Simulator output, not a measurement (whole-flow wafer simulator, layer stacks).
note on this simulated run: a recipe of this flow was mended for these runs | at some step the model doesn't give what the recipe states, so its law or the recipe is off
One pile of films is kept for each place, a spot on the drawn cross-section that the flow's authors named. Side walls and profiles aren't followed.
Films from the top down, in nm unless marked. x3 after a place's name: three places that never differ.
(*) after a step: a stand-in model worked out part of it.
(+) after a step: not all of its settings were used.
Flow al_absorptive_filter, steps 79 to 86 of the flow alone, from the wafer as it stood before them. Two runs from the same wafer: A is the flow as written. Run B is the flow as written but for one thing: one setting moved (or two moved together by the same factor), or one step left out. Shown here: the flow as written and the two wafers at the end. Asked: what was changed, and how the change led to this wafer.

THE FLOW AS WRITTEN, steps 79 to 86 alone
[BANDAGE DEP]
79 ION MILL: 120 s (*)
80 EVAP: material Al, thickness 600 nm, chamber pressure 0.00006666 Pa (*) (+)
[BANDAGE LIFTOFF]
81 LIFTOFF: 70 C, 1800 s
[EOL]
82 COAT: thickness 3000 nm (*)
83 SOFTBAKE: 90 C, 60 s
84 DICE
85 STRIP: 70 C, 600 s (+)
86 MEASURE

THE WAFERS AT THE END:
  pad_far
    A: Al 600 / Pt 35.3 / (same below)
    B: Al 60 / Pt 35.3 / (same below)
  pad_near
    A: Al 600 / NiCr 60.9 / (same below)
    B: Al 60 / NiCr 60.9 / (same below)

The cause: step 80, EVAP: thickness 60 nm was run, where the flow has thickness 600 nm.
It can be read off the wafer: pad_far has Al 60, and step 80 as written asks for 600 nm.

How the change led to this, step by step:
  80 EVAP: material Al, thickness 600 nm, chamber pressure 0.00006666 Pa (*) (+)
      gnd, pad_far, pad_near and 11 more: A Al +600 (new film) | B Al +60 (new film)
  81 LIFTOFF: 70 C, 1800 s
      xa_field, xl_land, idc_field: A Al -600 (all of it), i-line-resist -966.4 (all of it), lift-off-underlayer -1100 (all of it), acrylic-e-beam-resist -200 (all of it) | B Al -60 (all of it), i-line-resist -966.4 (all of it), lift-off-underlayer -1100 (all of it), acrylic-e-beam-resist -200 (all of it)
      gnd: A Al -600 (all of it), i-line-resist -968.3 (all of it), lift-off-underlayer -1103.3 (all of it), acrylic-e-beam-resist -200.9 (all of it) | B Al -60 (all of it), i-line-resist -968.3 (all of it), lift-off-underlayer -1103.3 (all of it), acrylic-e-beam-resist -200.9 (all of it)
      (and at 8 more places)
  82 COAT: thickness 3000 nm (*)
      gnd: A i-line-resist +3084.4 (new film) | B i-line-resist +3009.5 (new film)
      pad_far: A i-line-resist +2560.9 (new film) | B i-line-resist +2961.3 (new film)
      (and at 3 more places)
  83 SOFTBAKE: 90 C, 60 s
      gnd: A i-line-resist +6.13 | B i-line-resist +1.23
      pad_far: A i-line-resist -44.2 | B i-line-resist -4.6
      (and at 3 more places)
  85 STRIP: 70 C, 600 s (+)
      gnd: A i-line-resist -3090.5 (all of it) | B i-line-resist -3010.8 (all of it)
      pad_far: A i-line-resist -2516.7 (all of it) | B i-line-resist -2956.7 (all of it)
      (and at 3 more places)
